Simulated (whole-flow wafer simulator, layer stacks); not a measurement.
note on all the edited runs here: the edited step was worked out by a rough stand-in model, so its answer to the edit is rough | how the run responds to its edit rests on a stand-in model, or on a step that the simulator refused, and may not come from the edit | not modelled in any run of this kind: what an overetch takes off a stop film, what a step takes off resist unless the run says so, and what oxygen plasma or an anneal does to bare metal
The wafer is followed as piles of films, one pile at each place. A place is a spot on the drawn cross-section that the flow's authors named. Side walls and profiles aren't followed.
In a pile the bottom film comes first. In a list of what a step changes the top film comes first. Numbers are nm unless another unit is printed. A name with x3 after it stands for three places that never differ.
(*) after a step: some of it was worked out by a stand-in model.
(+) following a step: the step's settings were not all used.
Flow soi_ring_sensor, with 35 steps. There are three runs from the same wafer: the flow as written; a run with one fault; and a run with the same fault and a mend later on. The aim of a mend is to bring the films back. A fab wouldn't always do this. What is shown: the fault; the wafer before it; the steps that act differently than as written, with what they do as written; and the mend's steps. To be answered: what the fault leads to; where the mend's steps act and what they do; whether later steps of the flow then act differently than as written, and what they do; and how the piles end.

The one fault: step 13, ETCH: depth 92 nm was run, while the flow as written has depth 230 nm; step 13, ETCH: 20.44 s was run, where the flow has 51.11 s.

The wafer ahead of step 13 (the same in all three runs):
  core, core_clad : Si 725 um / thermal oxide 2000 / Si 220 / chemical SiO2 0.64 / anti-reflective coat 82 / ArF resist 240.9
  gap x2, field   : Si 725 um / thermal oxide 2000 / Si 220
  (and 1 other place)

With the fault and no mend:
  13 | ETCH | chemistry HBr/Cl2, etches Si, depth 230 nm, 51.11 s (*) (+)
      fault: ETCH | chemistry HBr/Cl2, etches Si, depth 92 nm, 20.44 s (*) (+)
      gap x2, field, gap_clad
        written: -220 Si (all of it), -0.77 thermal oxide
        fault: -92 Si
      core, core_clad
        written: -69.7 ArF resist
        fault: -27.9 ArF resist
  Steps further on in the flow that do not act as written (1 more step, not shown, differs only slightly: by at most 2% or 0.5 nm, whichever is larger):
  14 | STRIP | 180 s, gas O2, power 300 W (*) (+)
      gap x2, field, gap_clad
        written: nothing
        fault: +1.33 chemical SiO2 (new film), -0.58 Si
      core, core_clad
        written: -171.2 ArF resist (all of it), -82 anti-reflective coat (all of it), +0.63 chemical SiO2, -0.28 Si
        fault: -213 ArF resist (all of it), -82 anti-reflective coat (all of it), +0.62 chemical SiO2, -0.27 Si
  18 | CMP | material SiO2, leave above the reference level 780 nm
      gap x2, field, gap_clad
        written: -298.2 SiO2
        fault: -427.8 SiO2
  By the end, the piles at field depart from the flow's by more than 2% or 0.5 nm, whichever is larger.
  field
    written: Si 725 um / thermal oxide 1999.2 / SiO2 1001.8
    fault: Si 725 um / thermal oxide 2000 / Si 127.4 / chemical SiO2 1.33 / SiO2 872.2

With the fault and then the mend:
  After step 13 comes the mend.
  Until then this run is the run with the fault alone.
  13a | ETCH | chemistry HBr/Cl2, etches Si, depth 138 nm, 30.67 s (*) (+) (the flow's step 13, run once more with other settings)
      gap x2, field, gap_clad
        -128 Si (all of it), -0.77 thermal oxide
      core, core_clad
        -41.8 ArF resist
  Every later step of the flow that is run acts as written at every place that is followed.
  At every place that both follow, the piles at the end match the flow's.
